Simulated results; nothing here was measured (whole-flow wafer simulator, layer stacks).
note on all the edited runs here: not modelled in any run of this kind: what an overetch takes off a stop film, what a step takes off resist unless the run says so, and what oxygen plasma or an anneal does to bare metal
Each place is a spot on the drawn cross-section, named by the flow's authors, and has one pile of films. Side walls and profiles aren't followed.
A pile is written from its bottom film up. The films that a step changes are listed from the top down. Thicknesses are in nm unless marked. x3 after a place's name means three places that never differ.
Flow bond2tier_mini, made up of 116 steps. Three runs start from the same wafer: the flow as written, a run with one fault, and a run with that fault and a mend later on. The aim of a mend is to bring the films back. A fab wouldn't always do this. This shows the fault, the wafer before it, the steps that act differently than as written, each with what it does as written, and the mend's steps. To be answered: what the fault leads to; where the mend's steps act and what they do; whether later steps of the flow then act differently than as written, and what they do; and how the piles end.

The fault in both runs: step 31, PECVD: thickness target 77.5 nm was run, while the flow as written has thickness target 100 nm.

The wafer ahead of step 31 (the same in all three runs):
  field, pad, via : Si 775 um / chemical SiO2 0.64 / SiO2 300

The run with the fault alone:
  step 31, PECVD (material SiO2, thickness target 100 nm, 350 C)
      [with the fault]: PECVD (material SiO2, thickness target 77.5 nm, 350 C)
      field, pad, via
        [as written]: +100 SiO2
        [with the fault]: +77.5 SiO2
  Later steps of the flow that are run all act as written at every place that is followed.
  At field, pad, the piles at the end differ from the flow's by more than 2% or 0.5 nm, whichever is larger.
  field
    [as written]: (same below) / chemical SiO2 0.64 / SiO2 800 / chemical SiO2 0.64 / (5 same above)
    [with the fault]: (same below) / chemical SiO2 0.64 / SiO2 777.5 / chemical SiO2 0.64 / (5 same above)
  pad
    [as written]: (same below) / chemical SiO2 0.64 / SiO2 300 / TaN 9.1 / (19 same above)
    [with the fault]: (same below) / chemical SiO2 0.64 / SiO2 277.5 / TaN 9.1 / (19 same above)

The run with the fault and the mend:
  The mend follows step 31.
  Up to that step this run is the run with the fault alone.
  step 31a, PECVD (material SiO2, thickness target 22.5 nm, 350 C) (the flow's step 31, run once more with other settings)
      field, pad, via
        +22.5 SiO2
  Later steps of the flow that are run all act as written at every place that is followed.
  By the end, the piles equal the flow's at every place that both follow.
